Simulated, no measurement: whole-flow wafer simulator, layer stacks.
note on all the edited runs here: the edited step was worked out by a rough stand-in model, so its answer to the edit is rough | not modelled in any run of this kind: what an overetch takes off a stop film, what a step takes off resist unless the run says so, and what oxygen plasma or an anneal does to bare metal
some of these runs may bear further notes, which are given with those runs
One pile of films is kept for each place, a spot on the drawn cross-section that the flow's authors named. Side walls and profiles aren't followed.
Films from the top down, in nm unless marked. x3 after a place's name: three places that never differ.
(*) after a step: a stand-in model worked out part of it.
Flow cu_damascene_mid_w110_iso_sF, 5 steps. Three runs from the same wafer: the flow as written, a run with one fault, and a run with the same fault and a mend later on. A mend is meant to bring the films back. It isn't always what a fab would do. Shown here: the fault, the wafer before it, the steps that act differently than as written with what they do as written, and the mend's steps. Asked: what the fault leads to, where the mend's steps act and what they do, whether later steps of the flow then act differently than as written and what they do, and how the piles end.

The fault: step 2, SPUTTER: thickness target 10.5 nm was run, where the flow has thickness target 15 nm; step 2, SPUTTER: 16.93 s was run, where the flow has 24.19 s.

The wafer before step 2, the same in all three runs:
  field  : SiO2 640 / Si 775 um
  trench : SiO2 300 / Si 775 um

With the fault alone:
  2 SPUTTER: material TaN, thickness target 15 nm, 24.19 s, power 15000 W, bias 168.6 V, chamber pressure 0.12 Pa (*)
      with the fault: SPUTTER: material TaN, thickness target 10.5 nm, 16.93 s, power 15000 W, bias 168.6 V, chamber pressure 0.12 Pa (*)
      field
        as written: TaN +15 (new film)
        with the fault: TaN +10.5 (new film)
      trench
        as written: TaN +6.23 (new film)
        with the fault: TaN +4.36 (new film)
  No later step of the flow acts differently than as written, at any place that is followed, by more than 2% or 0.5 nm, whichever is larger.
  At the end the piles differ from the flow's by more than 2% or 0.5 nm, whichever is larger, at field, trench.
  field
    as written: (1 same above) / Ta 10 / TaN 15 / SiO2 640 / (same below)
    with the fault: (1 same above) / Ta 10 / TaN 10.5 / SiO2 640 / (same below)
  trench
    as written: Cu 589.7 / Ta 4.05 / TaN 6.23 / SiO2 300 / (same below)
    with the fault: Cu 587 / Ta 4.1 / TaN 4.36 / SiO2 300 / (same below)

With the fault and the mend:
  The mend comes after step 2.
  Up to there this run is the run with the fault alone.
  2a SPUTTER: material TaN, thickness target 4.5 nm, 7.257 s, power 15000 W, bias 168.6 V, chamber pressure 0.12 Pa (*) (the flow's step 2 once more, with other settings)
      field
        TaN +4.5
      trench
        TaN +1.8
  No later step of the flow acts differently than as written, at any place that is followed, by more than 2% or 0.5 nm, whichever is larger.
  At the end the piles differ from the flow's only slightly at the places that both follow, by at most 2% or 0.5 nm, whichever is larger.
